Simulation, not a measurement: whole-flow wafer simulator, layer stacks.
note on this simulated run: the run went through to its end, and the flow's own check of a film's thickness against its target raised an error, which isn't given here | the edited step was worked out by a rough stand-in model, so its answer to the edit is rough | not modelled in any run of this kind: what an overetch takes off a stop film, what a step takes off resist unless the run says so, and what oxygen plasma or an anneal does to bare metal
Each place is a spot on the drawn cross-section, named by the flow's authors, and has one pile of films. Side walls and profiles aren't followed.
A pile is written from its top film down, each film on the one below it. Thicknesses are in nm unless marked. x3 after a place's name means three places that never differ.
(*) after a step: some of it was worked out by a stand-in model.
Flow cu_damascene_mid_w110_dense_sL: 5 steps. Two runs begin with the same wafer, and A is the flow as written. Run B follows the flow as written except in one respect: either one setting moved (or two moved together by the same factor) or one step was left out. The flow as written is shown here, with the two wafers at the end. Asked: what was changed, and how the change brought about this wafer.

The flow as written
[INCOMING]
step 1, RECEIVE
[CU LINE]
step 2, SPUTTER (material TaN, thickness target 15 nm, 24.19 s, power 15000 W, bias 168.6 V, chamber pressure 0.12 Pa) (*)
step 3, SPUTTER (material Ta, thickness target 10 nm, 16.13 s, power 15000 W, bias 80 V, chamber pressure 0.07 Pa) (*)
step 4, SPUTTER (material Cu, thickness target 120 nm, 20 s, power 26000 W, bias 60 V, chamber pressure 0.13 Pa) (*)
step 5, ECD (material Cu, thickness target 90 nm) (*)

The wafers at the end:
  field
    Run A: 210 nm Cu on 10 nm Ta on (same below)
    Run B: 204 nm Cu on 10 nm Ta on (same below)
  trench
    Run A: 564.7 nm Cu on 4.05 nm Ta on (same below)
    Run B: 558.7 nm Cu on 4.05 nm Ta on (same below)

The reason: step 4, SPUTTER: thickness target 114 nm was run, while the flow as written has thickness target 120 nm; step 4, SPUTTER: 19 s was run, where the flow has 20 s.

Step by step, how the change led to this:
  step 4, SPUTTER (material Cu, thickness target 120 nm, 20 s, power 26000 W, bias 60 V, chamber pressure 0.13 Pa) (*)
      field: A Cu gains 120 (new film) | B Cu gains 114 (new film)
      trench: A Cu gains 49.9 (new film) | B Cu gains 47.4 (new film)
